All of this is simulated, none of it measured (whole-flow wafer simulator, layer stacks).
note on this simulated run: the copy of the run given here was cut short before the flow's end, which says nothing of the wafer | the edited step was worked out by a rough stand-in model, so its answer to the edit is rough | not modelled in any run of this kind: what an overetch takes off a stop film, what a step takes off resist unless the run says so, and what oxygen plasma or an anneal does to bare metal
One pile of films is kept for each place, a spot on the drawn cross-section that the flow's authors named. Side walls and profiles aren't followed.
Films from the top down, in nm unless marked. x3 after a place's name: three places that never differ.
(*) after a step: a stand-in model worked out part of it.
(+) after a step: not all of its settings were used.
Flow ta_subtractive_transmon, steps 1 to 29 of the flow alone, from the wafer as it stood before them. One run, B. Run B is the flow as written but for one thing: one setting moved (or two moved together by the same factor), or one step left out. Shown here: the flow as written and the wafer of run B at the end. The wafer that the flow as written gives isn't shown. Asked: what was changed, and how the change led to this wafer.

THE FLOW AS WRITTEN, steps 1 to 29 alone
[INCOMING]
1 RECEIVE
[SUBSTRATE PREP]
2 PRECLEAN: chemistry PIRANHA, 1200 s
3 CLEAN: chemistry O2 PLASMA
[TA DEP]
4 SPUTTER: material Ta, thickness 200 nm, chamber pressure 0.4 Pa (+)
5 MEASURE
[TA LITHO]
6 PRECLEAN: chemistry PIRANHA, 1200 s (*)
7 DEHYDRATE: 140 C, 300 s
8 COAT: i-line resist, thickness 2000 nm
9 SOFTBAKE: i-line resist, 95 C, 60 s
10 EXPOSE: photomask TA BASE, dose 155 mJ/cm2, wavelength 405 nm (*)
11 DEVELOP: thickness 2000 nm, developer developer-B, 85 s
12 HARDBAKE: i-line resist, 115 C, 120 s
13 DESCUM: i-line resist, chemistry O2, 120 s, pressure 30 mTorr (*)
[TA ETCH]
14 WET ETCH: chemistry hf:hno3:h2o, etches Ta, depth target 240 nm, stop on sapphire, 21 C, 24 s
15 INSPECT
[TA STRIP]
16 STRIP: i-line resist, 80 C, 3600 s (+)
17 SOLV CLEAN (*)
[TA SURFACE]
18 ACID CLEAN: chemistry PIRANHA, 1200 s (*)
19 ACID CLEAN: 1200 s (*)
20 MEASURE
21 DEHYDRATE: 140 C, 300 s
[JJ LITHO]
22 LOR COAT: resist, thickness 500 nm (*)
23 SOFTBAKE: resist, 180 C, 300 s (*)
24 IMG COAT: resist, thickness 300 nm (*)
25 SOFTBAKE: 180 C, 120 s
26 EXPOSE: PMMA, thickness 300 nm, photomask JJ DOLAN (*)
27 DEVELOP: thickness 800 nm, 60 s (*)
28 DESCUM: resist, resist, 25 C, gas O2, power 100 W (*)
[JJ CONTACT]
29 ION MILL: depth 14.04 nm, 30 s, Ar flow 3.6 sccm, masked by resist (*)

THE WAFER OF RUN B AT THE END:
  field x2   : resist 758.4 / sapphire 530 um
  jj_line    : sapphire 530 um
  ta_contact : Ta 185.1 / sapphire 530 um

The cause: step 29, ION MILL: depth 21.76 nm was run, where the flow has depth 14.04 nm; step 29, ION MILL: 46.5 s was run, where the flow has 30 s.

How the change led to this, step by step:
  29 ION MILL: depth 14.04 nm, 30 s, Ar flow 3.6 sccm, masked by resist (*)
      field x2, ta_pad: resist -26 (as written it would be: resist -16.8)
      jj_line, lead: sapphire -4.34 (as written it would be: sapphire -2.8)
      (and at 1 more place)
